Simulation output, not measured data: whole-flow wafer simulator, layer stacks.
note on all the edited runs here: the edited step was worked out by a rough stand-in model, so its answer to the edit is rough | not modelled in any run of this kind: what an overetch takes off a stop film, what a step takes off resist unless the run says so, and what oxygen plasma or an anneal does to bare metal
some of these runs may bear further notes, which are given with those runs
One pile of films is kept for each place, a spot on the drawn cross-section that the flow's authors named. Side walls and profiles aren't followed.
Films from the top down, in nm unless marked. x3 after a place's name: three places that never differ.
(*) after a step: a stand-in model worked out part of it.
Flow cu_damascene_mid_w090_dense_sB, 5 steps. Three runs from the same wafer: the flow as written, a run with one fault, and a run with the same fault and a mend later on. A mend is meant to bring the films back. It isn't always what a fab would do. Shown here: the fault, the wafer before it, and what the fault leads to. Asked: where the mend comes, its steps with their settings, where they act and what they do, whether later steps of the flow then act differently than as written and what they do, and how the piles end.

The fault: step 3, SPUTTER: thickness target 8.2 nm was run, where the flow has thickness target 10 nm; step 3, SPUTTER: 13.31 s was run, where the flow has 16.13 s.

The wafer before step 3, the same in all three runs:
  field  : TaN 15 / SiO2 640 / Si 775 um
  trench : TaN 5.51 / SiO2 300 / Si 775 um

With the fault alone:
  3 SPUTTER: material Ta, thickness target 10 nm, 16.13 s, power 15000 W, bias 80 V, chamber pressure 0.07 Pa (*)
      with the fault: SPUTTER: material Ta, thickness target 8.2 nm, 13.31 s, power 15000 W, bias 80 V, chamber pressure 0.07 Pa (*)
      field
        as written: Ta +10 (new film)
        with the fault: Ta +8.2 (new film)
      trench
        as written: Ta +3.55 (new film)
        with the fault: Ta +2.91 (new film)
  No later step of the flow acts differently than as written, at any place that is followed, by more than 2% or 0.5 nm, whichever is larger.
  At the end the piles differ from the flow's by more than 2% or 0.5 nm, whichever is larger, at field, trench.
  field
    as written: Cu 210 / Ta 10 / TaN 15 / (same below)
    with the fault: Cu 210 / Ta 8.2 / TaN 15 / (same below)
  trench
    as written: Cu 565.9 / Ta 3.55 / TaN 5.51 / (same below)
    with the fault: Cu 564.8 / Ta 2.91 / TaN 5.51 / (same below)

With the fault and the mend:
  The mend comes after step 3.
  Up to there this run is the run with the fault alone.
  3a SPUTTER: material Ta, thickness target 1.8 nm, 2.903 s, power 15000 W, bias 80 V, chamber pressure 0.07 Pa (*) (the flow's step 3 once more, with other settings)
      field
        Ta +1.8
      trench
        Ta +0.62
  No later step of the flow acts differently than as written at any place that is followed.
  At the end the piles differ from the flow's only slightly at the places that both follow, by at most 2% or 0.5 nm, whichever is larger.
